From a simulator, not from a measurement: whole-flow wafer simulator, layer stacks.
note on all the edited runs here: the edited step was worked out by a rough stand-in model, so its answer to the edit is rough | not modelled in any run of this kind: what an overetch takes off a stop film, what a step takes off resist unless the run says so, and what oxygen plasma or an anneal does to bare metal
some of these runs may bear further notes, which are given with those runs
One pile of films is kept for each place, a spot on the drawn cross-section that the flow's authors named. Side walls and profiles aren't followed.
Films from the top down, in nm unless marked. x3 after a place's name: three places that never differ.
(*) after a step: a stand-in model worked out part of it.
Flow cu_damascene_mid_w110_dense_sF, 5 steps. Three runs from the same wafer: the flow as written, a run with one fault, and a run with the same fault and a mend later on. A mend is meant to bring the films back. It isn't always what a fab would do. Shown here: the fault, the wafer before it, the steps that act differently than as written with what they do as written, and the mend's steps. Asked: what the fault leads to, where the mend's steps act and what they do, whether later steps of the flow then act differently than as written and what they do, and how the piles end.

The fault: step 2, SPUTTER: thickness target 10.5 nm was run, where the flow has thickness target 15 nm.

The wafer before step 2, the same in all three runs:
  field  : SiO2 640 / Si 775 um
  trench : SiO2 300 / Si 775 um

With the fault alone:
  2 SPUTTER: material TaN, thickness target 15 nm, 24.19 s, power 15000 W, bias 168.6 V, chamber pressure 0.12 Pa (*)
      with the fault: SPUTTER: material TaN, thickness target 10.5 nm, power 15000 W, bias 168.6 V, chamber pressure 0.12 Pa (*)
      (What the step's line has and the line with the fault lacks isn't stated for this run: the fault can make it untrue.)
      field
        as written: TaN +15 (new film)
        with the fault: TaN +10.5 (new film)
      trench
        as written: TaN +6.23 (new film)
        with the fault: TaN +4.36 (new film)
  No later step of the flow acts differently than as written, at any place that is followed, by more than 2% or 0.5 nm, whichever is larger.
  At the end the piles differ from the flow's by more than 2% or 0.5 nm, whichever is larger, at field, trench.
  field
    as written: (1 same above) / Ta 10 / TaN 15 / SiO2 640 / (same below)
    with the fault: (1 same above) / Ta 10 / TaN 10.5 / SiO2 640 / (same below)
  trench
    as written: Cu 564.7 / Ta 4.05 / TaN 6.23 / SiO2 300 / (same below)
    with the fault: Cu 562 / Ta 4.1 / TaN 4.36 / SiO2 300 / (same below)

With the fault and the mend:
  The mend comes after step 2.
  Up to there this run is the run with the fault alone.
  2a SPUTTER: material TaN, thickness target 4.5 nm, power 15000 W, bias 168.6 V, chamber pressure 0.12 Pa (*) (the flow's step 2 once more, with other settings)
      field
        TaN +4.5
      trench
        TaN +1.8
  No later step of the flow acts differently than as written, at any place that is followed, by more than 2% or 0.5 nm, whichever is larger.
  At the end the piles differ from the flow's only slightly at the places that both follow, by at most 2% or 0.5 nm, whichever is larger.
